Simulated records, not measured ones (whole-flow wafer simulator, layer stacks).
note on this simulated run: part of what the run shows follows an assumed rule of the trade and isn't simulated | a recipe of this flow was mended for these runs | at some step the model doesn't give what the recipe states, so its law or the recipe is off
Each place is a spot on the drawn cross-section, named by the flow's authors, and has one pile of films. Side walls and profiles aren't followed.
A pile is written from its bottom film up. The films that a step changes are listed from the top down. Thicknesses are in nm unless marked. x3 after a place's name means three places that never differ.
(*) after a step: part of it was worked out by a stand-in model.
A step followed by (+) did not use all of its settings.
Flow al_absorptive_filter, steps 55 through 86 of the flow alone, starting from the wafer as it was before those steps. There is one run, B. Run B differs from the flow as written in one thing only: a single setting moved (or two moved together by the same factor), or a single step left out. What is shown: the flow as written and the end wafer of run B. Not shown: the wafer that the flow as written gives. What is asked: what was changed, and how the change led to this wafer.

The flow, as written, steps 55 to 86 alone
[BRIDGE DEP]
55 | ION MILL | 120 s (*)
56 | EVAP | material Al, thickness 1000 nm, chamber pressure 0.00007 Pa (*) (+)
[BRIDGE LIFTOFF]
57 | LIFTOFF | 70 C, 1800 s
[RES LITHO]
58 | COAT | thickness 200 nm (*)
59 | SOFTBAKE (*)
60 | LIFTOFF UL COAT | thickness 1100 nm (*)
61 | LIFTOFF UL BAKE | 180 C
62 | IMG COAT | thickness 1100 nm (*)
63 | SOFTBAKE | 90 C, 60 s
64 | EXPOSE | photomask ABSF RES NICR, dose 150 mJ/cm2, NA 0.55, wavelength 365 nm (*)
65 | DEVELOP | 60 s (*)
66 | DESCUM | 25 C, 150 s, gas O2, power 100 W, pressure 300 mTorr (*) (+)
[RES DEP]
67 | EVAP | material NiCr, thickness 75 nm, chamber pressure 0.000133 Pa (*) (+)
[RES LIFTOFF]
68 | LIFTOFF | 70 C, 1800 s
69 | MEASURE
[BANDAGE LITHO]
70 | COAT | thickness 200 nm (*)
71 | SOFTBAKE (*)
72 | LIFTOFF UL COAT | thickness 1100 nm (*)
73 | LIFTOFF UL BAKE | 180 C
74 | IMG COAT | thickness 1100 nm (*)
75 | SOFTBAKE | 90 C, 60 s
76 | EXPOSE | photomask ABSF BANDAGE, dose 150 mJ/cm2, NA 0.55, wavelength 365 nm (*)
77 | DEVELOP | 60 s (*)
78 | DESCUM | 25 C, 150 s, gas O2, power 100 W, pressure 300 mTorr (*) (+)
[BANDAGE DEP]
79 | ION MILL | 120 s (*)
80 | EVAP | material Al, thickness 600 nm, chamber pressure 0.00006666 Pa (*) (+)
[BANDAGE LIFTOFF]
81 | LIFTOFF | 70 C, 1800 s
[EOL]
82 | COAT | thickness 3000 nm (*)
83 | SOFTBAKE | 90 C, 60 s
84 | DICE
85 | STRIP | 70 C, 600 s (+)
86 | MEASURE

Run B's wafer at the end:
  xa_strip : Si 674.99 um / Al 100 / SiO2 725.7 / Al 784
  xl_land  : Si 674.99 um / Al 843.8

Cause: step 56, EVAP: thickness 784 nm was run, though the flow has thickness 1000 nm.
One can read it off the wafer: xa_strip has Al 784, and step 56 as written asks for 1000 nm.

How this came from the change, step by step:
  56 | EVAP | material Al, thickness 1000 nm, chamber pressure 0.00007 Pa (*) (+)
      gnd, pad_far, pad_near and 10 more: +784 Al (new film) (as written it would have been: +1000 Al (new film))
      xl_land: +784 Al (as written it would have been: +1000 Al)
  57 | LIFTOFF | 70 C, 1800 s
      gnd, xa_field, idc_field: -784 Al (all of it), -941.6 i-line-resist (all of it), -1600 lift-off-underlayer (all of it), -200 acrylic-e-beam-resist (all of it) (as written it would have been: -1000 Al (all of it), -941.6 i-line-resist (all of it), -1600 lift-off-underlayer (all of it), -200 acrylic-e-beam-resist (all of it))
      pad_far: -784 Al (all of it), -940.5 i-line-resist (all of it), -1591.1 lift-off-underlayer (all of it), -198.5 acrylic-e-beam-resist (all of it) (as written it would have been: -1000 Al (all of it), -940.5 i-line-resist (all of it), -1591.1 lift-off-underlayer (all of it), -198.5 acrylic-e-beam-resist (all of it))
      (also at 6 further places)
  58 | COAT | thickness 200 nm (*)
      xa_margin: +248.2 acrylic-e-beam-resist (new film) (as written it would have been: +288.1 acrylic-e-beam-resist (new film))
      xa_strip: +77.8 acrylic-e-beam-resist (new film) (as written it would have been: +66.9 acrylic-e-beam-resist (new film))
      (also at 1 further place)
  60 | LIFTOFF UL COAT | thickness 1100 nm (*)
      xa_margin: +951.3 lift-off-underlayer (new film) (as written it would have been: +1021 lift-off-underlayer (new film))
      xa_strip: +516.8 lift-off-underlayer (new film) (as written it would have been: +459.8 lift-off-underlayer (new film))
  62 | IMG COAT | thickness 1100 nm (*)
      xa_margin: +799 i-line-resist (new film) (as written it would have been: +741.1 i-line-resist (new film))
      xa_strip: +663 i-line-resist (new film) (as written it would have been: +577.9 i-line-resist (new film))
  68 | LIFTOFF | 70 C, 1800 s
      xa_margin: -75 NiCr (all of it), -656.5 i-line-resist (all of it), -951.3 lift-off-underlayer (all of it), -248.2 acrylic-e-beam-resist (all of it) (as written it would have been: -75 NiCr (all of it), -598.1 i-line-resist (all of it), -1021 lift-off-underlayer (all of it), -288.1 acrylic-e-beam-resist (all of it))
      xa_strip: -75 NiCr (all of it), -518.4 i-line-resist (all of it), -516.8 lift-off-underlayer (all of it), -77.8 acrylic-e-beam-resist (all of it) (as written it would have been: -75 NiCr (all of it), -433.3 i-line-resist (all of it), -459.8 lift-off-underlayer (all of it), -66.9 acrylic-e-beam-resist (all of it))
      (also at 1 further place)
  70 | COAT | thickness 200 nm (*)
      xa_margin: +248.2 acrylic-e-beam-resist (new film) (as written it would have been: +288.1 acrylic-e-beam-resist (new film))
      xa_strip: +77.8 acrylic-e-beam-resist (new film) (as written it would have been: +66.9 acrylic-e-beam-resist (new film))
  72 | LIFTOFF UL COAT | thickness 1100 nm (*)
      xa_margin: +951.3 lift-off-underlayer (new film) (as written it would have been: +1021 lift-off-underlayer (new film))
      xa_strip: +516.8 lift-off-underlayer (new film) (as written it would have been: +459.8 lift-off-underlayer (new film))
  74 | IMG COAT | thickness 1100 nm (*)
      xa_margin: +799 i-line-resist (new film) (as written it would have been: +741.1 i-line-resist (new film))
      xa_strip: +663 i-line-resist (new film) (as written it would have been: +577.9 i-line-resist (new film))
  81 | LIFTOFF | 70 C, 1800 s
      xa_margin: -600 Al (all of it), -662.8 i-line-resist (all of it), -951.3 lift-off-underlayer (all of it), -248.2 acrylic-e-beam-resist (all of it) (as written it would have been: -600 Al (all of it), -604.4 i-line-resist (all of it), -1021 lift-off-underlayer (all of it), -288.1 acrylic-e-beam-resist (all of it))
      xa_strip: -600 Al (all of it), -524.7 i-line-resist (all of it), -516.8 lift-off-underlayer (all of it), -77.8 acrylic-e-beam-resist (all of it) (as written it would have been: -600 Al (all of it), -439.6 i-line-resist (all of it), -459.8 lift-off-underlayer (all of it), -66.9 acrylic-e-beam-resist (all of it))
  82 | COAT | thickness 3000 nm (*)
      xa_strip: +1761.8 i-line-resist (new film) (as written it would have been: +1594.3 i-line-resist (new film))
  83 | SOFTBAKE | 90 C, 60 s
      xa_margin: -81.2 i-line-resist (as written it would have been: -94.2 i-line-resist)
      xa_strip: -101 i-line-resist (as written it would have been: -117.3 i-line-resist)
  85 | STRIP | 70 C, 600 s (+)
      xa_strip: -1660.8 i-line-resist (all of it) (as written it would have been: -1477 i-line-resist (all of it))
